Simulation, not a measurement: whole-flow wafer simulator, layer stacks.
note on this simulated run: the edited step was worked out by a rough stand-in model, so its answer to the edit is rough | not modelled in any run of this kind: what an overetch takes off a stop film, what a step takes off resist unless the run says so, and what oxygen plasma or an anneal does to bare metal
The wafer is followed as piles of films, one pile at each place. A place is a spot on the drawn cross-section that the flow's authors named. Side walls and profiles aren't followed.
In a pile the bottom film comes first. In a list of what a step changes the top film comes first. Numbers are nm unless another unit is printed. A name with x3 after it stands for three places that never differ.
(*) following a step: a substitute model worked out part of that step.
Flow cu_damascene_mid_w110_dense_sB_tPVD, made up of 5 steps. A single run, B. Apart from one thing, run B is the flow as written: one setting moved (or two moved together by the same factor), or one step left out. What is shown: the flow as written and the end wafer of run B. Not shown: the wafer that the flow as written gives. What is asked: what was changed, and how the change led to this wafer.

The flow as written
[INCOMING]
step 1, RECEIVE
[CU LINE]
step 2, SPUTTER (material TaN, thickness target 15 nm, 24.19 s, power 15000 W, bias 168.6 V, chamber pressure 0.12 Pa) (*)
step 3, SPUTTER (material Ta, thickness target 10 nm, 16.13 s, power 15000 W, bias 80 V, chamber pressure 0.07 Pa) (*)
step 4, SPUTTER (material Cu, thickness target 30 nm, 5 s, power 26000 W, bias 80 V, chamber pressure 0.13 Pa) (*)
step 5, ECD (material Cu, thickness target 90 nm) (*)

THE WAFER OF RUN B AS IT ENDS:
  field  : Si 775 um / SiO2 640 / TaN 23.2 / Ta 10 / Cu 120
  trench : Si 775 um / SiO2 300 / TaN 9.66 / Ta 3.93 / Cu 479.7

Cause: step 2, SPUTTER: 37.49 s was run, whereas the flow has 24.19 s.

The path from the change to this, step by step:
  step 2, SPUTTER (material TaN, thickness target 15 nm, 24.19 s, power 15000 W, bias 168.6 V, chamber pressure 0.12 Pa) (*)
      field: TaN gains 23.2 (new film) (it would be, as written: TaN gains 15 (new film))
      trench: TaN gains 9.66 (new film) (it would be, as written: TaN gains 6.23 (new film))
